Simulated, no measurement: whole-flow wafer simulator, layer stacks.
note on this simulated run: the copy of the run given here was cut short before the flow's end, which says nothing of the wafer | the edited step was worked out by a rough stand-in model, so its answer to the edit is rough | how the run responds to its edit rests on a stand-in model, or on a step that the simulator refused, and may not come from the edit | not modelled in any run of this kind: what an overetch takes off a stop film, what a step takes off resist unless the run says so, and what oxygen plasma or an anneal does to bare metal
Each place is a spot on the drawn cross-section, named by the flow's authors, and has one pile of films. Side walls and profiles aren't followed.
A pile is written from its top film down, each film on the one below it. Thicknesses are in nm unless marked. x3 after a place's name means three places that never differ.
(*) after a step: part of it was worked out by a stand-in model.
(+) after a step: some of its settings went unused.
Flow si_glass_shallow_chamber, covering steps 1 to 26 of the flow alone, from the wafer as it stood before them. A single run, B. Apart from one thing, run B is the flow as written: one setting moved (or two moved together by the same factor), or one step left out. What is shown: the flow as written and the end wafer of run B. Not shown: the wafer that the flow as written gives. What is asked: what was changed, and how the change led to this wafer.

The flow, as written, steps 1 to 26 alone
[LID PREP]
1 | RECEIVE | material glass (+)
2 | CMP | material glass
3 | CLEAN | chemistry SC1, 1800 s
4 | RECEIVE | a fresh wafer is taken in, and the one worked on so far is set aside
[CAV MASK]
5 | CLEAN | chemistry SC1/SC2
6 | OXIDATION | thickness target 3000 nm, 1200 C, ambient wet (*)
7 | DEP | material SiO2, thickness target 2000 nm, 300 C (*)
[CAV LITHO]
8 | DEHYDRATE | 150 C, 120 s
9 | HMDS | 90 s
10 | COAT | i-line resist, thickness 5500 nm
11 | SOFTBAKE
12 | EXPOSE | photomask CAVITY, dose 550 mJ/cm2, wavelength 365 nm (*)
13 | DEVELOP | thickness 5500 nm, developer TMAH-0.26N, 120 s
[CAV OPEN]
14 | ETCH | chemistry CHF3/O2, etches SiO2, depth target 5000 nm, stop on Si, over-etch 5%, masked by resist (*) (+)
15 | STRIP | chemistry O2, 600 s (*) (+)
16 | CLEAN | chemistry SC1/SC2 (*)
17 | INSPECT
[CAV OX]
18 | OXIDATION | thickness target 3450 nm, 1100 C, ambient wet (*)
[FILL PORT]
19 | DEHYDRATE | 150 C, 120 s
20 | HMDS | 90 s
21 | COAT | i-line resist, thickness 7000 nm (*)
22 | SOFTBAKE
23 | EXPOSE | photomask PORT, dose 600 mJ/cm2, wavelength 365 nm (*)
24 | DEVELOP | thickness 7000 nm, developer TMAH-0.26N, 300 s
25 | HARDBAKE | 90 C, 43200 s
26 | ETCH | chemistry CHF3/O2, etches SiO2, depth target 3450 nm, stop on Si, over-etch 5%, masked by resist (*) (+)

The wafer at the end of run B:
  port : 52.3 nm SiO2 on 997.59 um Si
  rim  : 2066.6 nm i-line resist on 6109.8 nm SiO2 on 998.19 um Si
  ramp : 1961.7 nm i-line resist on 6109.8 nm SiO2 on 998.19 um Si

The reason: step 14, ETCH: depth target 3625 nm was run, whereas the flow has depth target 5000 nm.

The path from the change to this, step by step:
  14 | ETCH | chemistry CHF3/O2, etches SiO2, depth target 5000 nm, stop on Si, over-etch 5%, masked by resist (*) (+)
      cav, port: SiO2 loses 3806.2 (in the flow as written it would be: SiO2 loses 5000 (all of it), Si loses 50)
      rim, ramp, septum, ring: i-line resist loses 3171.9 (in the flow as written it would be: i-line resist loses 4375)
  15 | STRIP | chemistry O2, 600 s (*) (+)
      cav, port: nothing (in the flow as written it would be: chemical SiO2 gains 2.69 (new film), Si loses 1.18)
      rim, ramp, septum, ring: i-line resist loses 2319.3 (all of it) (in the flow as written it would be: i-line resist loses 1116.2 (all of it))
  18 | OXIDATION | thickness target 3450 nm, 1100 C, ambient wet (*)
      cav, port: SiO2 gains 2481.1, Si loses 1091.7 (in the flow as written it would be: SiO2 gains 3450 (new film), chemical SiO2 loses 2.69 (all of it), Si loses 1516.8)
  21 | COAT | i-line resist, thickness 7000 nm (*)
      rim: i-line resist gains 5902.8 (new film) (in the flow as written it would be: i-line resist gains 5660.1 (new film))
      ramp: i-line resist gains 5425 (new film) (in the flow as written it would be: i-line resist gains 5087.8 (new film))
  22 | SOFTBAKE
      rim: i-line resist loses 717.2 (in the flow as written it would be: i-line resist loses 849)
      ramp: i-line resist loses 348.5 (in the flow as written it would be: i-line resist loses 434.5)
      (also at 4 further places)
  25 | HARDBAKE | 90 C, 43200 s
      rim: i-line resist loses 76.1 (in the flow as written it would be: i-line resist loses 62.5)
      ramp: i-line resist loses 72 (in the flow as written it would be: i-line resist loses 57.1)
      (also at 1 further place)
  26 | ETCH | chemistry CHF3/O2, etches SiO2, depth target 3450 nm, stop on Si, over-etch 5%, masked by resist (*) (+)
      port: SiO2 loses 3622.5 (in the flow as written it would be: SiO2 loses 3450 (all of it), Si loses 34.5)
